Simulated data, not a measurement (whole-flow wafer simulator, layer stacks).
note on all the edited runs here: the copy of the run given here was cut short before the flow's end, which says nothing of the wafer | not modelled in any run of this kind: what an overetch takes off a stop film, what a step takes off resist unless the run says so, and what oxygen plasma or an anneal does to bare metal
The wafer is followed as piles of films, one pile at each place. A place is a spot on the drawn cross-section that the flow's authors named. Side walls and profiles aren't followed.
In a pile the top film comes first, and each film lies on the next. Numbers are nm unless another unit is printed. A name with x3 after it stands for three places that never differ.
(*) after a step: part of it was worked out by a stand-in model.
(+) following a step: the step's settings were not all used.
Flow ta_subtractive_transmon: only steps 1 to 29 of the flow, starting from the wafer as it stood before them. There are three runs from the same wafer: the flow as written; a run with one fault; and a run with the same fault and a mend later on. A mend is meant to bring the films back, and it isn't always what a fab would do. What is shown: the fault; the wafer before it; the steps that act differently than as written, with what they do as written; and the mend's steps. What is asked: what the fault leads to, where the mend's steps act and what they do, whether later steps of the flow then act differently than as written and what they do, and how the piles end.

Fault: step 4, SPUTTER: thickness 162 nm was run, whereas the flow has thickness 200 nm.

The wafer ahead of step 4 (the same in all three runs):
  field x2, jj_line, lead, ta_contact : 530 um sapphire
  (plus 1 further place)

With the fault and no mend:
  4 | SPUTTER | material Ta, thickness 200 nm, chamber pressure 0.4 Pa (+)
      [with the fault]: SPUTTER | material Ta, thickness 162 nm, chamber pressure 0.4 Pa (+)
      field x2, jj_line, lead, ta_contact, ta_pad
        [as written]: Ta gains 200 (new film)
        [with the fault]: Ta gains 162 (new film)
  Later steps of the flow acting differently than as written (2 other steps are not shown; they differ only slightly, by no more than 2% or 0.5 nm, whichever is larger):
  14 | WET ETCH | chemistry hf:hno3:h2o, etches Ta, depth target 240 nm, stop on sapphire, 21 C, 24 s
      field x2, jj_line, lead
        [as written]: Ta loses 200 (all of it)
        [with the fault]: Ta loses 162 (all of it)
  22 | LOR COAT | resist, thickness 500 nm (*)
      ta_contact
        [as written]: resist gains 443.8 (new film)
        [with the fault]: resist gains 453.6 (new film)
  By the end, the piles at ta_contact, ta_pad depart from the flow's by more than 2% or 0.5 nm, whichever is larger.
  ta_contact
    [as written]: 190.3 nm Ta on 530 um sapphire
    [with the fault]: 152.3 nm Ta on 530 um sapphire
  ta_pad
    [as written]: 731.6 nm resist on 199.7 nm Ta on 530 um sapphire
    [with the fault]: 737.4 nm resist on 161.7 nm Ta on 530 um sapphire

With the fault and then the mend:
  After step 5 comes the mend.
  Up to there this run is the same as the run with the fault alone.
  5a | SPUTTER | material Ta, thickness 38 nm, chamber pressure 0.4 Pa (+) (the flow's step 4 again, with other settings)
      field x2, jj_line, lead, ta_contact, ta_pad
        Ta gains 38
  None of the later steps of the flow acts differently than as written at any place that is followed.
  The piles end the same as the flow's at every place that both follow.
